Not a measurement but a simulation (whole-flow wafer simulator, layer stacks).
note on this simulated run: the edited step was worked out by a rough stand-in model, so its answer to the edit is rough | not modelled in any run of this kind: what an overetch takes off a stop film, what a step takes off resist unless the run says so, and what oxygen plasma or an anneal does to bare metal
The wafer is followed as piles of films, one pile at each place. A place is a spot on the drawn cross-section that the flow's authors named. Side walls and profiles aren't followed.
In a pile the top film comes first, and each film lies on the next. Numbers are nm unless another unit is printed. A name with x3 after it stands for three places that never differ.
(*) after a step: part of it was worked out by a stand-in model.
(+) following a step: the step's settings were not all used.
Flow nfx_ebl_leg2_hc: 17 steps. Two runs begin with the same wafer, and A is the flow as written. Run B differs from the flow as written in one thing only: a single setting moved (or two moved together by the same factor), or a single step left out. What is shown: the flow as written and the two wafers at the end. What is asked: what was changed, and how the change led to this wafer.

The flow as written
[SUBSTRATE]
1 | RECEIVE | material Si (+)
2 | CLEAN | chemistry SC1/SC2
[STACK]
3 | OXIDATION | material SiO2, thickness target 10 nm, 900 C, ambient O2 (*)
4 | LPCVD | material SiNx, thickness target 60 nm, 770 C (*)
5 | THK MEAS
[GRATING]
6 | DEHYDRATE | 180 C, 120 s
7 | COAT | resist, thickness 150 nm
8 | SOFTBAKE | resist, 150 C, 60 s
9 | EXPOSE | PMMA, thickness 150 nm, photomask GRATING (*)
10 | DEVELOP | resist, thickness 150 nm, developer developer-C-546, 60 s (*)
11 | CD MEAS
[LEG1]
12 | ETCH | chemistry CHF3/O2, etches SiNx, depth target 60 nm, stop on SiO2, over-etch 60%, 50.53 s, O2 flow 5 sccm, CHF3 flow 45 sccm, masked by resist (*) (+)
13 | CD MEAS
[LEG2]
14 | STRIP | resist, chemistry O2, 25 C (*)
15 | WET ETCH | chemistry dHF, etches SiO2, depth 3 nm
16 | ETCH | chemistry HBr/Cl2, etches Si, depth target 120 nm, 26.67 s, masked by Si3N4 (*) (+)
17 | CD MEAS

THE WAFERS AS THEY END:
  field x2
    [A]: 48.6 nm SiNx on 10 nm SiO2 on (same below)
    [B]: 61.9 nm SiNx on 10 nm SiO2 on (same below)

The reason: step 4, LPCVD: thickness target 73.3 nm was run, while the flow as written has thickness target 60 nm.

The path from the change to this, step by step:
  4 | LPCVD | material SiNx, thickness target 60 nm, 770 C (*)
      field x2, pad x2: A SiNx gains 60 (new film) | B SiNx gains 73.3 (new film)
  12 | ETCH | chemistry CHF3/O2, etches SiNx, depth target 60 nm, stop on SiO2, over-etch 60%, 50.53 s, O2 flow 5 sccm, CHF3 flow 45 sccm, masked by resist (*) (+)
      pad x2: A SiNx loses 60 (all of it), SiO2 loses 10 (all of it) | B SiNx loses 73.3 (all of it), SiO2 loses 10 (all of it)
